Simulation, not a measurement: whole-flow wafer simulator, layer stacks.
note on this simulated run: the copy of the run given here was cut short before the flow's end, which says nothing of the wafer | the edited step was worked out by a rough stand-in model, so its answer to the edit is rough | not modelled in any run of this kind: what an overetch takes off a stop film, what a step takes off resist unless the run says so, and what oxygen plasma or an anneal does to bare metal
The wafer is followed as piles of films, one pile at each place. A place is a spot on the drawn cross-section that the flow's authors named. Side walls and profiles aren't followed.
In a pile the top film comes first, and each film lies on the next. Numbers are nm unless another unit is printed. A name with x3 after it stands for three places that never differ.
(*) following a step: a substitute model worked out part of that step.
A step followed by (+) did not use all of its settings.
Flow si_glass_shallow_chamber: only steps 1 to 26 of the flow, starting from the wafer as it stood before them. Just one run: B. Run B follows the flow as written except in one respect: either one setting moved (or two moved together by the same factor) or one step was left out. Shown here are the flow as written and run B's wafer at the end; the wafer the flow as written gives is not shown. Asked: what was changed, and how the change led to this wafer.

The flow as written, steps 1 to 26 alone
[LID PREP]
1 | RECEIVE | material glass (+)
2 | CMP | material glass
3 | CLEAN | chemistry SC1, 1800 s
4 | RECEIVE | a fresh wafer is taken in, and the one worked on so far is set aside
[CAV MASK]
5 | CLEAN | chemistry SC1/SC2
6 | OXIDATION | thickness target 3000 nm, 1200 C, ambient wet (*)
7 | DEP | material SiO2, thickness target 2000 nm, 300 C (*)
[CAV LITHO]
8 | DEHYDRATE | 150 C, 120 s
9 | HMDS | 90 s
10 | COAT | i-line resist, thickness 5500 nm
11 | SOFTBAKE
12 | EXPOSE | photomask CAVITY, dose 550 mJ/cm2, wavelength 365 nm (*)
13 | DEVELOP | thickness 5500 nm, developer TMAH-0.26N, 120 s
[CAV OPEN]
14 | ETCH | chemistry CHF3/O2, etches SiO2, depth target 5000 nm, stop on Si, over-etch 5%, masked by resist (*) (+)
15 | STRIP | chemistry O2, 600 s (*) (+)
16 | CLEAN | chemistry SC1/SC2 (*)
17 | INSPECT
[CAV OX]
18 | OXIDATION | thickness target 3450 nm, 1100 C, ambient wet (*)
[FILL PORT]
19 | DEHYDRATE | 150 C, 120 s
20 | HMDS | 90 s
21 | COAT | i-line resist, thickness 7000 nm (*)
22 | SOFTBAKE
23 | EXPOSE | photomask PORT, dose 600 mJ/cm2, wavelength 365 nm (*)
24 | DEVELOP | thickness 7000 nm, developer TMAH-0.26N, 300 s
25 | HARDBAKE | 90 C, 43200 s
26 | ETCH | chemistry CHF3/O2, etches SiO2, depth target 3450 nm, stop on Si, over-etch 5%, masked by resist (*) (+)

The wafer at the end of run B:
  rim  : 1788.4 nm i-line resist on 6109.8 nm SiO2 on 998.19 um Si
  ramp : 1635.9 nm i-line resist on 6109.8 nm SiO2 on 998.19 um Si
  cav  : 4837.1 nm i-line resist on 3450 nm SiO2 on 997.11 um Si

What caused this: step 26, ETCH: over-etch 2.13% was run, though the flow has over-etch 5%.

The path from the change to this, step by step:
  26 | ETCH | chemistry CHF3/O2, etches SiO2, depth target 3450 nm, stop on Si, over-etch 5%, masked by resist (*) (+)
      rim, ramp, cav, ring: -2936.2 i-line resist (in the flow as written it would be: -3018.8 i-line resist)
      port: -3450 SiO2 (all of it), -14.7 Si (in the flow as written it would be: -3450 SiO2 (all of it), -34.5 Si)
      (as well as at 1 more place)
